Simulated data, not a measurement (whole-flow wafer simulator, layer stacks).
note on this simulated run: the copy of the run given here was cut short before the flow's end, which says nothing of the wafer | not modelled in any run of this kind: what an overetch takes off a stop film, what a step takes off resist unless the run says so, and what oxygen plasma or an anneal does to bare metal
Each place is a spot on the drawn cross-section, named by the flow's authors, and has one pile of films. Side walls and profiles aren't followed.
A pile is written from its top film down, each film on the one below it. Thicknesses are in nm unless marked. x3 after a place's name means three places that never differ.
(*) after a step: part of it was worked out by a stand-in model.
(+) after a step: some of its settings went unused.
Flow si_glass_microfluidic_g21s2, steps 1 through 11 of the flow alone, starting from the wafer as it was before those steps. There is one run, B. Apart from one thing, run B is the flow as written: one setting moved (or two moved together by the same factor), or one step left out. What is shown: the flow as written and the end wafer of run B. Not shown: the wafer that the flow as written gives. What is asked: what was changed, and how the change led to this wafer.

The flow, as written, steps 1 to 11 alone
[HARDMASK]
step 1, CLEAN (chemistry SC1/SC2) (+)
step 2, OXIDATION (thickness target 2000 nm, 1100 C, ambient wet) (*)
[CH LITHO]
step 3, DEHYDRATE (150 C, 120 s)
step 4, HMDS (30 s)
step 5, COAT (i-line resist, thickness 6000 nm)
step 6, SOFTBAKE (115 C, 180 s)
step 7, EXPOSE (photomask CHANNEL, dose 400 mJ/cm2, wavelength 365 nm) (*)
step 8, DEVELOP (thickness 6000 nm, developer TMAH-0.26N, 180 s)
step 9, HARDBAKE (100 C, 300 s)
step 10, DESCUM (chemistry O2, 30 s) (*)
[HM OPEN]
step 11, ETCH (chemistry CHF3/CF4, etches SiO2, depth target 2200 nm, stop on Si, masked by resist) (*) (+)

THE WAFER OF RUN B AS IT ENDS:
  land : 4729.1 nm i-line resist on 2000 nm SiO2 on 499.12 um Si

What caused this: step 5, COAT: thickness 6600 nm was run, while the flow as written has thickness 6000 nm.

The path from the change to this, step by step:
  step 5, COAT (i-line resist, thickness 6000 nm)
      land, trench20 x3: i-line resist gains 6600 (new film) (it would be, as written: i-line resist gains 6000 (new film))
  step 8, DEVELOP (thickness 6000 nm, developer TMAH-0.26N, 180 s)
      trench20 x3: i-line resist loses 6600 (all of it) (it would be, as written: i-line resist loses 6000 (all of it))
  step 9, HARDBAKE (100 C, 300 s)
      land: i-line resist loses 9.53 (it would be, as written: i-line resist loses 7.06)
